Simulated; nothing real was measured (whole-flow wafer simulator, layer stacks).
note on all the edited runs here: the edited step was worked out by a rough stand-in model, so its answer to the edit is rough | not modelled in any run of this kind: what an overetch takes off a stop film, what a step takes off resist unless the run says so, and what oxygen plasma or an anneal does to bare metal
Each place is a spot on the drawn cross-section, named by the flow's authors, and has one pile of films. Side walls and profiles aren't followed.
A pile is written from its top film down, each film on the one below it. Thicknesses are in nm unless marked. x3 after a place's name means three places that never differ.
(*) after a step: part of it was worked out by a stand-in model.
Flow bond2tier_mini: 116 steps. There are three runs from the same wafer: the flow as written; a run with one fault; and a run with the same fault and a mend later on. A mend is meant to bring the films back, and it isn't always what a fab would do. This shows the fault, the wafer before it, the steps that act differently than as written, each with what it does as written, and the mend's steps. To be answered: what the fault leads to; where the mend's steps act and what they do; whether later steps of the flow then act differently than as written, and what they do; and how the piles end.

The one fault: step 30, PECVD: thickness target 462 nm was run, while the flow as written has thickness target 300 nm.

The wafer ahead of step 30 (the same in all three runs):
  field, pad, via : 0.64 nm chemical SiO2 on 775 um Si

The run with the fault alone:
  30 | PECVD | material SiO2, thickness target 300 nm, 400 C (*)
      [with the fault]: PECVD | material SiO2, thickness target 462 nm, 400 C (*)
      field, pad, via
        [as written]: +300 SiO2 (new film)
        [with the fault]: +462 SiO2 (new film)
  None of the later steps of the flow acts differently than as written at any place that is followed.
  By the end, the piles at field, pad depart from the flow's by more than 2% or 0.5 nm, whichever is larger.
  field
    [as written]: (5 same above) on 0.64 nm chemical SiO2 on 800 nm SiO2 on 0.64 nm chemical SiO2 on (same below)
    [with the fault]: (5 same above) on 0.64 nm chemical SiO2 on 962 nm SiO2 on 0.64 nm chemical SiO2 on (same below)
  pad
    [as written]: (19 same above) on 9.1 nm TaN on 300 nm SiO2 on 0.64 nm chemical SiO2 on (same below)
    [with the fault]: (19 same above) on 9.1 nm TaN on 462 nm SiO2 on 0.64 nm chemical SiO2 on (same below)

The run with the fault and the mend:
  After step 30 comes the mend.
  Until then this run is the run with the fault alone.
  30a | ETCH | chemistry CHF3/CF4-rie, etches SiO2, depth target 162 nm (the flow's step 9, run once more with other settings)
      field, pad, via
        -162 SiO2
  None of the later steps of the flow acts differently than as written at any place that is followed.
  The piles end the same as the flow's at every place that both follow.
